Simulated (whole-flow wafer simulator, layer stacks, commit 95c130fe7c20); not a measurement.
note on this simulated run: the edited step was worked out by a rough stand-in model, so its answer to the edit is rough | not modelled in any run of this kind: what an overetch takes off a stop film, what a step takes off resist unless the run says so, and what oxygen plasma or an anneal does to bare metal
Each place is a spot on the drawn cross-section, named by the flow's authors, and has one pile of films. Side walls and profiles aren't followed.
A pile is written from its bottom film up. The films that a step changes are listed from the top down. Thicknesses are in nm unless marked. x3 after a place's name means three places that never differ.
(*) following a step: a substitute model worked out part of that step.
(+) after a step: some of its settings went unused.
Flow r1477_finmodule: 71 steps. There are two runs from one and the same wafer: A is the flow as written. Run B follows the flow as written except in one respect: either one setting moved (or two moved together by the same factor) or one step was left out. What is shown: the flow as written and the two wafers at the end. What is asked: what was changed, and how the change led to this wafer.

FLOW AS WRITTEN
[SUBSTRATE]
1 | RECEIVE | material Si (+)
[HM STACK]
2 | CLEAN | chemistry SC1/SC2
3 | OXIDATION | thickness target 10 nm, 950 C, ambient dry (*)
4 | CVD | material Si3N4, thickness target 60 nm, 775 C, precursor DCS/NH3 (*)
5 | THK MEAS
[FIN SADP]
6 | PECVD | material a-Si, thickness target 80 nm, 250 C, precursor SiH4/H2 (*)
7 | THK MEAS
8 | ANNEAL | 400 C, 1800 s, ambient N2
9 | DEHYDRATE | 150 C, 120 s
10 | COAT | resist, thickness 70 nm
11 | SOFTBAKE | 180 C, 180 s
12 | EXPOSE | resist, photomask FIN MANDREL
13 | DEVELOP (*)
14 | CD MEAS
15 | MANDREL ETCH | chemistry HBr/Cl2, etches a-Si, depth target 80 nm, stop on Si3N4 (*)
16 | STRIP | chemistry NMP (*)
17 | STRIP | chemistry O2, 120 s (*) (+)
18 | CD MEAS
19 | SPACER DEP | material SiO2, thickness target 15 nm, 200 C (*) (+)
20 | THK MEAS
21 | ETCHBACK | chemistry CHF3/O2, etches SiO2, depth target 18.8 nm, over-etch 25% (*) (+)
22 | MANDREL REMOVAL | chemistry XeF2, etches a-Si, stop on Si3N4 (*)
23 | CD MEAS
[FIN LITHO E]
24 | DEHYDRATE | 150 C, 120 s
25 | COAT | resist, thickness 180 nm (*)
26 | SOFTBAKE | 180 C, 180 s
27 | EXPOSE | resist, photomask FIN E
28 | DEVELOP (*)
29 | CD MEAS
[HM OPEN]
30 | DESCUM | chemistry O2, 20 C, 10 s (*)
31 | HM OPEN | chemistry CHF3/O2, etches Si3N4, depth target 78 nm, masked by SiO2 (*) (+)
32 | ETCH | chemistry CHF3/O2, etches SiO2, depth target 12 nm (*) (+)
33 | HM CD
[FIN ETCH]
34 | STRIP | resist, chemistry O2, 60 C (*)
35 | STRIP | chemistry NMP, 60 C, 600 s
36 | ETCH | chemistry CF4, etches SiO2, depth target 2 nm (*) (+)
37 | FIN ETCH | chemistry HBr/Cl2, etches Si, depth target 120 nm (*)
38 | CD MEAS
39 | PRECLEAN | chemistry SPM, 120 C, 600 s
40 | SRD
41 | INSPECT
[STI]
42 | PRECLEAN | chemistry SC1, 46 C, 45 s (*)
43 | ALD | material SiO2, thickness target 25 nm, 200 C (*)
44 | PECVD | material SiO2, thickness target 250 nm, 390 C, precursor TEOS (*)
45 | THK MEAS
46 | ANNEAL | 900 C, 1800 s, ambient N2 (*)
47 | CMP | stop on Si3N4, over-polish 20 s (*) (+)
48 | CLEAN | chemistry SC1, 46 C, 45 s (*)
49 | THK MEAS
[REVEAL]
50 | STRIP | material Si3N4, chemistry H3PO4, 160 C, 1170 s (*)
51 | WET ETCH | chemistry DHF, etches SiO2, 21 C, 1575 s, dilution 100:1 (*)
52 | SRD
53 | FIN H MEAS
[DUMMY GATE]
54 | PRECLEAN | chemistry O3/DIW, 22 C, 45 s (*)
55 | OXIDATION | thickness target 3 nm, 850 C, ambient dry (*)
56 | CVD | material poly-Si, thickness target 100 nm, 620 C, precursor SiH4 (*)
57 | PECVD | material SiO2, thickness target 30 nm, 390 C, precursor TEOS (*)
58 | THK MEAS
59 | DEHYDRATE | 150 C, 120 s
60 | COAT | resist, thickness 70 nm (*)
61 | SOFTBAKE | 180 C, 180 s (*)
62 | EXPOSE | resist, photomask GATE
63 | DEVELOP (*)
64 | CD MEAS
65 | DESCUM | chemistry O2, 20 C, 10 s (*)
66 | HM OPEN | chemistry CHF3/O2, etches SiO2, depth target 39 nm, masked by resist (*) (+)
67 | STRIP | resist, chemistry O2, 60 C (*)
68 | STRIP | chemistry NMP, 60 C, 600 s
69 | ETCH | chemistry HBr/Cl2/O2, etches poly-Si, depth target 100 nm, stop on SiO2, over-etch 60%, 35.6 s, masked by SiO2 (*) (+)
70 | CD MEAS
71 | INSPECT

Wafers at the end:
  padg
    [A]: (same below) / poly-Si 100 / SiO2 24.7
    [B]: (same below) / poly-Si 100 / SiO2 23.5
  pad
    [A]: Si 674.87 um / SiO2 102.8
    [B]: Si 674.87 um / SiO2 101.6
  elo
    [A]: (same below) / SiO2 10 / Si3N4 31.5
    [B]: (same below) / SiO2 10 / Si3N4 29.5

The reason: step 69, ETCH: depth target 122.5 nm was run, while the flow as written has depth target 100 nm.

How this came from the change, step by step:
  69 | ETCH | chemistry HBr/Cl2/O2, etches poly-Si, depth target 100 nm, stop on SiO2, over-etch 60%, 35.6 s, masked by SiO2 (*) (+)
      padg, elg, esg and 15 more: A SiO2 loses 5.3 | B SiO2 loses 6.49
      pad, eso, e40so and 8 more: A chemical SiO2 loses 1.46 (all of it), poly-Si loses 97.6 (all of it), SiO2 loses 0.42 | B chemical SiO2 loses 1.46 (all of it), poly-Si loses 97.6 (all of it), SiO2 loses 1.61
      (and at 7 other places as well)
